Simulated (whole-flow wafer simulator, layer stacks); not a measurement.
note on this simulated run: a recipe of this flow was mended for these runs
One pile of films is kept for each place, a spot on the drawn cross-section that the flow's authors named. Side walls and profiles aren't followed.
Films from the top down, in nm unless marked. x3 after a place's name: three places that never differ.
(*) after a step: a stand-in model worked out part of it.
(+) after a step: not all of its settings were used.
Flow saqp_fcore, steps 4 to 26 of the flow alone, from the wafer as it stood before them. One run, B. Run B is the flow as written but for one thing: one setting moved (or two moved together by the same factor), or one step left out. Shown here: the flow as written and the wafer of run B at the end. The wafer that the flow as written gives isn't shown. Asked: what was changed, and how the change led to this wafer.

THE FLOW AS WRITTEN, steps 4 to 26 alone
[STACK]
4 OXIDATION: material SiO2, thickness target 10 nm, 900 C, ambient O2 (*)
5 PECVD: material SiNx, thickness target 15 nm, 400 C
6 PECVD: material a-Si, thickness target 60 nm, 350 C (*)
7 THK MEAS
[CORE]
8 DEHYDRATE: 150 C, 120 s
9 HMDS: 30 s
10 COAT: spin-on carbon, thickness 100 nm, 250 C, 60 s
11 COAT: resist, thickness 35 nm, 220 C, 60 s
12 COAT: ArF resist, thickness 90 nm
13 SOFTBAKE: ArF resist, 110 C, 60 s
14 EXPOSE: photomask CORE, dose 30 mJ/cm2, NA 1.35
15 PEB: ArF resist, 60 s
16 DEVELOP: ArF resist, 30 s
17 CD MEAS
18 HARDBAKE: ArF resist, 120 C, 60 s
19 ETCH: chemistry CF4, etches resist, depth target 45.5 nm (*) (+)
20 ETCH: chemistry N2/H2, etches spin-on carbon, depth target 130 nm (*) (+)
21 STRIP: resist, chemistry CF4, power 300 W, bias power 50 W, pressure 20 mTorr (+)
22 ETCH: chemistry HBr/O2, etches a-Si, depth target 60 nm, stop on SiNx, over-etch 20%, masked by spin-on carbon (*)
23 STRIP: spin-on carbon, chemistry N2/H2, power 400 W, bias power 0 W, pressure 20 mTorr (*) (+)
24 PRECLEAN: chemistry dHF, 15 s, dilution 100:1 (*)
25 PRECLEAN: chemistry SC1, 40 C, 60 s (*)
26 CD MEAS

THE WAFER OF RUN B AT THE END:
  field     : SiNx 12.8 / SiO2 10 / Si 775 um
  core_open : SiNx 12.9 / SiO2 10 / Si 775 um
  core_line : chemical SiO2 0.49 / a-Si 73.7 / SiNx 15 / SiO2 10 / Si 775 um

The cause: step 6, PECVD: thickness target 74.4 nm was run, where the flow has thickness target 60 nm; step 20, ETCH: depth target 161.2 nm was run, where the flow has depth target 130 nm.

How the change led to this, step by step:
  6 PECVD: material a-Si, thickness target 60 nm, 350 C (*)
      field, core_open, core_line: a-Si +74.4 (new film) (as written it would be: a-Si +60 (new film))
  20 ETCH: chemistry N2/H2, etches spin-on carbon, depth target 130 nm (*) (+)
      field, core_open: spin-on carbon -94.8 (all of it), a-Si -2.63 (as written it would be: spin-on carbon -94.8 (all of it), a-Si -1.96)
      core_line: ArF resist -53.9 (all of it), resist -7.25 (as written it would be: ArF resist -53.9 (all of it), resist -6.44)
  21 STRIP: resist, chemistry CF4, power 300 W, bias power 50 W, pressure 20 mTorr (+)
      field: a-Si -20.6 (as written it would be: a-Si -21.2)
      core_open: a-Si -18.1 (as written it would be: a-Si -18.7)
      (and at 1 more place)
  22 ETCH: chemistry HBr/O2, etches a-Si, depth target 60 nm, stop on SiNx, over-etch 20%, masked by spin-on carbon (*)
      field: a-Si -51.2 (all of it), SiNx -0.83 (as written it would be: a-Si -36.8 (all of it), SiNx -1.41)
      core_open: a-Si -53.6 (all of it), SiNx -0.73 (as written it would be: a-Si -39.4 (all of it), SiNx -1.3)
      (and at 1 more place)
  23 STRIP: spin-on carbon, chemistry N2/H2, power 400 W, bias power 0 W, pressure 20 mTorr (*) (+)
      core_line: spin-on carbon -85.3 (all of it) (as written it would be: spin-on carbon -88.8 (all of it))
